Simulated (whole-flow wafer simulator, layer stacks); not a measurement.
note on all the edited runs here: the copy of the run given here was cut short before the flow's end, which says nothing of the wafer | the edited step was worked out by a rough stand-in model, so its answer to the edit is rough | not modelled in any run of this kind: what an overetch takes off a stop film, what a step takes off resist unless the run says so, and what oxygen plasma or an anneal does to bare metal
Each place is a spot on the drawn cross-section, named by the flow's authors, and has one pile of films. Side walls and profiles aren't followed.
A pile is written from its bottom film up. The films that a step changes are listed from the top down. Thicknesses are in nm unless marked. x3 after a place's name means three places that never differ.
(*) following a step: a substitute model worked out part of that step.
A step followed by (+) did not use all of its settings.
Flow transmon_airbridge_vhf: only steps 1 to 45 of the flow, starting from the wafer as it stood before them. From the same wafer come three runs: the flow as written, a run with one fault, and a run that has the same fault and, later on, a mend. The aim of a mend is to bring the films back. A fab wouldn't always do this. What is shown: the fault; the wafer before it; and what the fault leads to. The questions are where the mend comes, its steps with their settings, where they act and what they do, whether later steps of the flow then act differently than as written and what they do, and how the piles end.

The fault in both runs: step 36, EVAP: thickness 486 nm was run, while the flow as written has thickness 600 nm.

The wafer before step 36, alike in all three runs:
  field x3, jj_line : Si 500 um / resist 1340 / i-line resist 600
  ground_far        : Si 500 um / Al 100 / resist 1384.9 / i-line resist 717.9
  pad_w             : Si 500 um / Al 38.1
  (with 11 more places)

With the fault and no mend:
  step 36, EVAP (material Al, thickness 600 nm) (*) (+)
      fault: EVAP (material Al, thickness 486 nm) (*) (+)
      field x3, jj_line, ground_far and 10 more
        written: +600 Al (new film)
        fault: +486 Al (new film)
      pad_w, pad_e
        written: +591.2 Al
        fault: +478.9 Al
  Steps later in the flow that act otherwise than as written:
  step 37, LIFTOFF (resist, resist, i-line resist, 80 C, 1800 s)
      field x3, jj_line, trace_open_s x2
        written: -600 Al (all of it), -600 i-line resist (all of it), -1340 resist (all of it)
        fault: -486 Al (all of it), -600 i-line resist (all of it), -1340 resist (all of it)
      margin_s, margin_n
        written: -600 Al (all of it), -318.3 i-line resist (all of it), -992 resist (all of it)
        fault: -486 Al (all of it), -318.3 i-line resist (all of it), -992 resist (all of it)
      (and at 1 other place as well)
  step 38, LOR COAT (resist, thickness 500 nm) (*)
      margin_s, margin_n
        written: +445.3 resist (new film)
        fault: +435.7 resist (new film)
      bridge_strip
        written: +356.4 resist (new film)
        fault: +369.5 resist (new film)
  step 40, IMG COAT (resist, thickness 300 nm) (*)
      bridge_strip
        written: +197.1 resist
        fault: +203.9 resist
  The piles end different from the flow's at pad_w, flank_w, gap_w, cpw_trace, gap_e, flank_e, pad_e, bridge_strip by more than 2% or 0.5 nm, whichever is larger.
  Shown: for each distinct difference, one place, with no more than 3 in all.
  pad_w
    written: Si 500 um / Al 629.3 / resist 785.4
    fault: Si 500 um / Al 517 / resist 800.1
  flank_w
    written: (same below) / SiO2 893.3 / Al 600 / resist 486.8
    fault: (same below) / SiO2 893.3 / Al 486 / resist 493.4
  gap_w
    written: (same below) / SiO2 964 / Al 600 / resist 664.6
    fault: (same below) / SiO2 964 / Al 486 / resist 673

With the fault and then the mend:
  The mend stands after step 36.
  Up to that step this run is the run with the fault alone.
  step 36a, EVAP (material Al, thickness 114 nm) (*) (+) (a further turn of the flow's step 36, with different settings)
      field x3, jj_line, ground_far and 10 more
        +114 Al
      pad_w, pad_e
        +112.3 Al
  Every later step of the flow that is run acts as written, at every place that is followed, to within 2% or 0.5 nm, whichever is larger.
  The piles end only slightly different from the flow's at the places that both follow, by no more than 2% or 0.5 nm, whichever is larger.
